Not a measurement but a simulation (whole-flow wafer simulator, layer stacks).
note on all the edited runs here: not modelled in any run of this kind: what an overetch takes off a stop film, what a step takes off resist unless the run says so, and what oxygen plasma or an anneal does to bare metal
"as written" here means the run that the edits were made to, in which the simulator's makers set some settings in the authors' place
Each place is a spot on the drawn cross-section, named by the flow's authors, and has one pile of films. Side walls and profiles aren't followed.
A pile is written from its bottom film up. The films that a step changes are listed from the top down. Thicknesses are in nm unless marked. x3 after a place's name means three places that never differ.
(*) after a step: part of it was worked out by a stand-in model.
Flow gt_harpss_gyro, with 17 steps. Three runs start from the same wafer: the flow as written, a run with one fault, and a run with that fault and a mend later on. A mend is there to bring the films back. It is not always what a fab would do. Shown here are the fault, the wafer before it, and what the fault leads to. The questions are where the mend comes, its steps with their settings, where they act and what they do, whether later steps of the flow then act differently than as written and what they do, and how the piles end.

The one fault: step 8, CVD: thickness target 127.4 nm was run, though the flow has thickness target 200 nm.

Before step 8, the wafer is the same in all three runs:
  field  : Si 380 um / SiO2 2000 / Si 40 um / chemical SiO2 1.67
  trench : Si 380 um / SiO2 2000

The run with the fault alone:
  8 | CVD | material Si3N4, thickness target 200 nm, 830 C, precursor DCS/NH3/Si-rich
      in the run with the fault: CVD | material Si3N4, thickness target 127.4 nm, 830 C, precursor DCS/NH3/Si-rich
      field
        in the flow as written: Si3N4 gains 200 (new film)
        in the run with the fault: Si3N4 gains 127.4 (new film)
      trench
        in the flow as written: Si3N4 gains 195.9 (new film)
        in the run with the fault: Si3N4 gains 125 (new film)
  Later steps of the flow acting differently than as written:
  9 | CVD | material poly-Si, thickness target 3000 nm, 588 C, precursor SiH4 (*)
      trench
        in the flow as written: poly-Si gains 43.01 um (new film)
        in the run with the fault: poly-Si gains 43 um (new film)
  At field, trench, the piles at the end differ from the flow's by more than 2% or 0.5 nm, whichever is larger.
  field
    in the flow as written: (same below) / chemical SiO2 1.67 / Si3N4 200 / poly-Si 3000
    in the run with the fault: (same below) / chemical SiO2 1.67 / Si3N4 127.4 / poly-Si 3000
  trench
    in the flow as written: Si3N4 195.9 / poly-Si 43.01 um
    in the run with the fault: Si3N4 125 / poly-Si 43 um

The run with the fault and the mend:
  The mend follows step 8.
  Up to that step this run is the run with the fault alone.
  8a | ETCH | chemistry h3po4, depth target 146.6 nm
      field
        Si3N4 loses 127.4 (all of it)
      trench
        Si3N4 loses 125 (all of it)
  8b | CLEAN | chemistry SPM (the flow's step 1 again)
      alters no film at any place that is followed
  8c | CVD | material Si3N4, thickness target 200 nm, 830 C, precursor DCS/NH3/Si-rich (the flow's step 8 again)
      field
        Si3N4 gains 200 (new film)
      trench
        Si3N4 gains 195.9 (new film)
  None of the later steps of the flow acts differently than as written at any place that is followed.
  The piles end the same as the flow's at every place that both follow.
